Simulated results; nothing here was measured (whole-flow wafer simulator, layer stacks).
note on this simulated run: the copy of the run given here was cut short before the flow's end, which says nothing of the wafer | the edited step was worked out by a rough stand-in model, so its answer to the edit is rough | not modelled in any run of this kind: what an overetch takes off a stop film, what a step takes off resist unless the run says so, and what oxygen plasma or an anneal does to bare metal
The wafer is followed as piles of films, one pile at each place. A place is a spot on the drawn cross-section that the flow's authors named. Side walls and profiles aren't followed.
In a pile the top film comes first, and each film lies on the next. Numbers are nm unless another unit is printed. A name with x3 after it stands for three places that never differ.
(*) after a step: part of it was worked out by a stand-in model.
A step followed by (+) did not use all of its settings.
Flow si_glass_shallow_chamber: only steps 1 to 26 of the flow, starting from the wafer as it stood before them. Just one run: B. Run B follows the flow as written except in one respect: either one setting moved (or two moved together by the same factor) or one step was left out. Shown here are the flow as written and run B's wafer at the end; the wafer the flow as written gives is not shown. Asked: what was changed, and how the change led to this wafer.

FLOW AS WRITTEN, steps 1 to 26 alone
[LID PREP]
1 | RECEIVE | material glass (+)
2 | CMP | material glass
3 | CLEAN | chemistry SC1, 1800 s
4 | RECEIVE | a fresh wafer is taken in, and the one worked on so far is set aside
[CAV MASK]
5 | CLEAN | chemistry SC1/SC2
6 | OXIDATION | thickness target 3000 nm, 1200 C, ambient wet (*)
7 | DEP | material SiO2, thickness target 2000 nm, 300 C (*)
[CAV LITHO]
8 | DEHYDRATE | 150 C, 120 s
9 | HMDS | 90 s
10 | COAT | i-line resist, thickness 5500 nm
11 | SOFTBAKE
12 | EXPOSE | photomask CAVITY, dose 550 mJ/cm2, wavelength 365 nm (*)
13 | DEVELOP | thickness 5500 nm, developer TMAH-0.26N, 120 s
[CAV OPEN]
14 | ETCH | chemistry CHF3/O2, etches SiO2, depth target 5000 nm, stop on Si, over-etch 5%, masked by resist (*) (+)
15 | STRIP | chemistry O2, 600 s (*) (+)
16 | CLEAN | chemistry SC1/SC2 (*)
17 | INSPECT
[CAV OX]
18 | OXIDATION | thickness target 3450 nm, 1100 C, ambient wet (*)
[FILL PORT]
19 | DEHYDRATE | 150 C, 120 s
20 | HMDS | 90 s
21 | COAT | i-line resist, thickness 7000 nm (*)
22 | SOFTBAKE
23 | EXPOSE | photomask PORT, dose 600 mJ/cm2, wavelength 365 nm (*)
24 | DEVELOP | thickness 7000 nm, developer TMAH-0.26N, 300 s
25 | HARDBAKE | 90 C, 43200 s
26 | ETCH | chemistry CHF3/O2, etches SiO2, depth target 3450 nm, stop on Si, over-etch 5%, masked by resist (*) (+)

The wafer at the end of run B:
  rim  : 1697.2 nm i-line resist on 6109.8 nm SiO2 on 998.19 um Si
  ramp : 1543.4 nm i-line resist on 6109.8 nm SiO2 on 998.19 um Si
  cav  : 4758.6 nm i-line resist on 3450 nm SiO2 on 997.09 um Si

Cause: step 14, ETCH: over-etch 6.75% was run, while the flow as written has over-etch 5%.

How this came from the change, step by step:
  14 | ETCH | chemistry CHF3/O2, etches SiO2, depth target 5000 nm, stop on Si, over-etch 5%, masked by resist (*) (+)
      cav, port: -5000 SiO2 (all of it), -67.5 Si (in the flow as written it would be: -5000 SiO2 (all of it), -50 Si)
  15 | STRIP | chemistry O2, 600 s (*) (+)
      rim, ramp, septum, ring: -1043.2 i-line resist (all of it) (in the flow as written it would be: -1116.2 i-line resist (all of it))
